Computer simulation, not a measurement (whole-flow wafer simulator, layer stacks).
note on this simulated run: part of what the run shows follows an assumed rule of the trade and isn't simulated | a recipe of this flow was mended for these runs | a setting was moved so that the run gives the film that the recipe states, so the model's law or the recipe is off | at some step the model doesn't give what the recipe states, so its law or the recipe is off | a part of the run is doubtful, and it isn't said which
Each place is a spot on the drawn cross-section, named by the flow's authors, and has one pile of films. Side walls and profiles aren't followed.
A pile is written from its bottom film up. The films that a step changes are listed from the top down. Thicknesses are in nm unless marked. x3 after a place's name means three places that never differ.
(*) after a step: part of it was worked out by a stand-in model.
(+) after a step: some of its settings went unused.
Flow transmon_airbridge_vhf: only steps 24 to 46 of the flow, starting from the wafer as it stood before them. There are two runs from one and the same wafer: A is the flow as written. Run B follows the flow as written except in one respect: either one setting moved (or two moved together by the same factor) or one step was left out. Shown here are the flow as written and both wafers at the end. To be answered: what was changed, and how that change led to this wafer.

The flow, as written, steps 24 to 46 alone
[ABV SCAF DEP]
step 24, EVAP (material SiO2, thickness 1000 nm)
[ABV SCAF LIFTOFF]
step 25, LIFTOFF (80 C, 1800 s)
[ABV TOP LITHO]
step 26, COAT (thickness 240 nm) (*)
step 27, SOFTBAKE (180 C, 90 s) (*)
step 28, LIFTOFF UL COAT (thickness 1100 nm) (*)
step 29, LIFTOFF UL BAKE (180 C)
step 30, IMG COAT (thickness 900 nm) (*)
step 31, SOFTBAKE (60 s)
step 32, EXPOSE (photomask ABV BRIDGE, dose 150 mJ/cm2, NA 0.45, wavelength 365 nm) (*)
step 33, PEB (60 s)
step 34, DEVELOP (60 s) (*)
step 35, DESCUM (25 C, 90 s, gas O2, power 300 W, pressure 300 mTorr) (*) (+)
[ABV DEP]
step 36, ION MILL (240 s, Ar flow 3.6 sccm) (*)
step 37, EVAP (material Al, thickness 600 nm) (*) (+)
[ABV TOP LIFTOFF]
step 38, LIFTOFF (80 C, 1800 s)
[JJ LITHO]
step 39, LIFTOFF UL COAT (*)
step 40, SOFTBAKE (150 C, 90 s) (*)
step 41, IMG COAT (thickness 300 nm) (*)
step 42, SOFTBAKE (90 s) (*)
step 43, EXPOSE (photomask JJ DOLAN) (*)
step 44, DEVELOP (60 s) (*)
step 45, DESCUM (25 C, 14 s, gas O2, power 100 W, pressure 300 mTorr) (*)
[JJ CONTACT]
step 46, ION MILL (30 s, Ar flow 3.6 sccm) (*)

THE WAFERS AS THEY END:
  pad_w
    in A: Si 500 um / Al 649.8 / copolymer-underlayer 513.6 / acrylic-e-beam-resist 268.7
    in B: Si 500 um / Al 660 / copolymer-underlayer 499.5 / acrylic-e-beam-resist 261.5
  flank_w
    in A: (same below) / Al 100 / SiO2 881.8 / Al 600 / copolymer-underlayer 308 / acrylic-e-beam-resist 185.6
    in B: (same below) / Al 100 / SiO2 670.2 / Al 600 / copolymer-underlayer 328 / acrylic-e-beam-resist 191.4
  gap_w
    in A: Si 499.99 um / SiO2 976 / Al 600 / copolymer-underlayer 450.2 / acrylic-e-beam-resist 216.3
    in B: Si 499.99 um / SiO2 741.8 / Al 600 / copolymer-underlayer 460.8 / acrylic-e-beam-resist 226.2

The reason: step 24, EVAP: thickness 760 nm was run, while the flow as written has thickness 1000 nm; step 36, ION MILL: 182 s was run, where the flow has 240 s.

Step by step, how the change led to this:
  step 24, EVAP (material SiO2, thickness 1000 nm)
      field x3, jj_line, ground_far and 10 more: A +1000 SiO2 (new film) | B +760 SiO2 (new film)
      flank_w, flank_e: A +905.8 SiO2 (new film) | B +688.4 SiO2 (new film)
  step 25, LIFTOFF (80 C, 1800 s)
      field x3, jj_line, trace_open_s x2: A -1000 SiO2 (all of it), -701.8 i-line-resist (all of it), -1100 lift-off-underlayer (all of it), -240 acrylic-e-beam-resist (all of it) | B -760 SiO2 (all of it), -701.8 i-line-resist (all of it), -1100 lift-off-underlayer (all of it), -240 acrylic-e-beam-resist (all of it)
      pad_w, pad_e: A -1000 SiO2 (all of it), -696.3 i-line-resist (all of it), -1089.9 lift-off-underlayer (all of it), -239.3 acrylic-e-beam-resist (all of it) | B -760 SiO2 (all of it), -696.3 i-line-resist (all of it), -1089.9 lift-off-underlayer (all of it), -239.3 acrylic-e-beam-resist (all of it)
      (as well as at 1 more place)
  step 26, COAT (thickness 240 nm) (*)
      flank_w, flank_e: A +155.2 acrylic-e-beam-resist (new film) | B +162.7 acrylic-e-beam-resist (new film)
      gap_w, gap_e: A +211.2 acrylic-e-beam-resist (new film) | B +221.7 acrylic-e-beam-resist (new film)
      (as well as at 6 more places)
  step 28, LIFTOFF UL COAT (thickness 1100 nm) (*)
      gap_w, gap_e: A +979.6 lift-off-underlayer (new film) | B +1013.3 lift-off-underlayer (new film)
      margin_s, margin_n: A +823.4 lift-off-underlayer (new film) | B +881.7 lift-off-underlayer (new film)
      (as well as at 6 more places)
  step 30, IMG COAT (thickness 900 nm) (*)
      gap_w, gap_e: A +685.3 i-line-resist (new film) | B +743.5 i-line-resist (new film)
      margin_s, margin_n: A +603.2 i-line-resist (new film) | B +679.1 i-line-resist (new film)
      (as well as at 7 more places)
  step 33, PEB (60 s)
      flank_w, flank_e: A -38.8 i-line-resist | B -41.1 i-line-resist
      gap_w, gap_e: A -35 i-line-resist | B -38.1 i-line-resist
      (as well as at 7 more places)
  step 34, DEVELOP (60 s) (*)
      gap_w, gap_e: A -650.2 i-line-resist (all of it), -979.6 lift-off-underlayer (all of it) | B -705.4 i-line-resist (all of it), -1013.3 lift-off-underlayer (all of it)
      pad_w: A -937.3 i-line-resist (all of it), -1246.2 lift-off-underlayer (all of it) | B -916.3 i-line-resist (all of it), -1208.3 lift-off-underlayer (all of it)
      (as well as at 5 more places)
  step 35, DESCUM (25 C, 90 s, gas O2, power 300 W, pressure 300 mTorr) (*) (+)
      field x3, jj_line, ground_far, trace_open_s x2, margin_s, margin_n: A -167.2 i-line-resist | B -161.9 i-line-resist
      flank_w, flank_e: A -155.2 acrylic-e-beam-resist (all of it) | B -162.7 acrylic-e-beam-resist (all of it)
      (as well as at 6 more places)
  step 36, ION MILL (240 s, Ar flow 3.6 sccm) (*)
      field x3, jj_line, ground_far, trace_open_s x2, margin_s, margin_n: A -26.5 i-line-resist | B -20.1 i-line-resist
      flank_w, gap_w, cpw_trace, gap_e, flank_e, bridge_strip: A -24 SiO2 | B -18.2 SiO2
      (as well as at 2 more places)
  step 38, LIFTOFF (80 C, 1800 s)
      margin_s, margin_n: A -600 Al (all of it), -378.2 i-line-resist (all of it), -823.4 lift-off-underlayer (all of it), -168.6 acrylic-e-beam-resist (all of it) | B -600 Al (all of it), -461.9 i-line-resist (all of it), -881.7 lift-off-underlayer (all of it), -182.5 acrylic-e-beam-resist (all of it)
      ground_far: A -600 Al (all of it), -776.6 i-line-resist (all of it), -1134.8 lift-off-underlayer (all of it), -250.1 acrylic-e-beam-resist (all of it) | B -600 Al (all of it), -758.5 i-line-resist (all of it), -1128.3 lift-off-underlayer (all of it), -248.3 acrylic-e-beam-resist (all of it)
  step 39, LIFTOFF UL COAT (*)
      pad_w, pad_e: A +513.6 copolymer-underlayer (new film) | B +499.5 copolymer-underlayer (new film)
      flank_w, flank_e: A +308 copolymer-underlayer (new film) | B +328 copolymer-underlayer (new film)
      (as well as at 6 more places)
  step 41, IMG COAT (thickness 300 nm) (*)
      pad_w, pad_e: A +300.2 acrylic-e-beam-resist (new film) | B +293 acrylic-e-beam-resist (new film)
      flank_w, flank_e: A +217.1 acrylic-e-beam-resist (new film) | B +222.9 acrylic-e-beam-resist (new film)
      (as well as at 6 more places)
